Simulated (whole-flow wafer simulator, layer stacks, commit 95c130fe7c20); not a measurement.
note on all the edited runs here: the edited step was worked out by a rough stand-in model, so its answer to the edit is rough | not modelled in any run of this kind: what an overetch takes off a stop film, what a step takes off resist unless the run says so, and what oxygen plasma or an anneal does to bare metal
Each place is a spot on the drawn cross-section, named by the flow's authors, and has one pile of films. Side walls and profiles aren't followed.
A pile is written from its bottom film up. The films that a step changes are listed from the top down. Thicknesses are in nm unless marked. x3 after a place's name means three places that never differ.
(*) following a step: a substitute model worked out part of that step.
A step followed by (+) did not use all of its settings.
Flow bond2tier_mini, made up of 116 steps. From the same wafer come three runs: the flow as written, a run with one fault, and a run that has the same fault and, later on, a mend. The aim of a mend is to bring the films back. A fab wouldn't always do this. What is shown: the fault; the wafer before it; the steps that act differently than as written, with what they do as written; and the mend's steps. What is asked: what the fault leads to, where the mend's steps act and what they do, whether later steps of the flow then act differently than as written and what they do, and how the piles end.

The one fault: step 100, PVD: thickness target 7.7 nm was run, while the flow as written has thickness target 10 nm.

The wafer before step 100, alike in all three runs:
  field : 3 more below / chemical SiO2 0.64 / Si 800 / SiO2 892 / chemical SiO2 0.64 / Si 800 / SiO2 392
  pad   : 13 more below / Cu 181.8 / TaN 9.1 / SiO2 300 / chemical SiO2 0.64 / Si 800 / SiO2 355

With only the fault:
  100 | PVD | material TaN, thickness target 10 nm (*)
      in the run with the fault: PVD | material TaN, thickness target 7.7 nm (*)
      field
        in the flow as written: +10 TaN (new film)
        in the run with the fault: +7.7 TaN (new film)
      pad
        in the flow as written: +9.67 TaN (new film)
        in the run with the fault: +7.44 TaN (new film)
  Later steps of the flow acting differently than as written (1 more step, not shown, differs only slightly: by at most 2% or 0.5 nm, whichever is larger):
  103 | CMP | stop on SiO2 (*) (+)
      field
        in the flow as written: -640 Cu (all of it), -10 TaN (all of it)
        in the run with the fault: -640 Cu (all of it), -7.7 TaN (all of it)
  At pad, the piles at the end differ from the flow's by more than 2% or 0.5 nm, whichever is larger.
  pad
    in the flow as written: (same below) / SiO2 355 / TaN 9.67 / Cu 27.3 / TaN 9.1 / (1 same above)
    in the run with the fault: (same below) / SiO2 355 / TaN 7.44 / Cu 29.6 / TaN 9.1 / (1 same above)

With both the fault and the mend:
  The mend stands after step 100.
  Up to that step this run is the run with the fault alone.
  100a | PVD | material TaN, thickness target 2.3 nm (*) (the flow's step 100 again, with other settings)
      field
        +2.3 TaN
      pad
        +2.22 TaN
  Every later step of the flow that is run acts as written at every place that is followed.
  At every place that both follow, the piles at the end match the flow's.
